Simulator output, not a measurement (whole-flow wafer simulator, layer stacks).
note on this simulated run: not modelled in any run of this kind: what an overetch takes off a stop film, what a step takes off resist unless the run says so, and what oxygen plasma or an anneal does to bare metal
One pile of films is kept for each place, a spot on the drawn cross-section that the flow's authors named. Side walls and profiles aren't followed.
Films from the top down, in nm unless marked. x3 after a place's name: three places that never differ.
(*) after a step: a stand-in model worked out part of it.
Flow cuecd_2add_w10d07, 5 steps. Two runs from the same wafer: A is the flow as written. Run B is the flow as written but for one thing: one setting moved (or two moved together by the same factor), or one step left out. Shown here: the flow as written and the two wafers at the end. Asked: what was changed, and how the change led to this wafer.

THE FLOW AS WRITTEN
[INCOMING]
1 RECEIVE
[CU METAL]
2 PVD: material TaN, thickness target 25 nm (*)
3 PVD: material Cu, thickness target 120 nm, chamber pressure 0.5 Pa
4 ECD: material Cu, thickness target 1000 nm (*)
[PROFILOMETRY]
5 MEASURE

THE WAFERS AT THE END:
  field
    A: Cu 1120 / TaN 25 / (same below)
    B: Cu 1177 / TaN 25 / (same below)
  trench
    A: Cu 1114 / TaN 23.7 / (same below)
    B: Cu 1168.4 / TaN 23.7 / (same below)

The cause: step 3, PVD: thickness target 177 nm was run, where the flow has thickness target 120 nm.

How the change led to this, step by step:
  3 PVD: material Cu, thickness target 120 nm, chamber pressure 0.5 Pa
      field: A Cu +120 (new film) | B Cu +177 (new film)
      trench: A Cu +114 (new film) | B Cu +168.4 (new film)
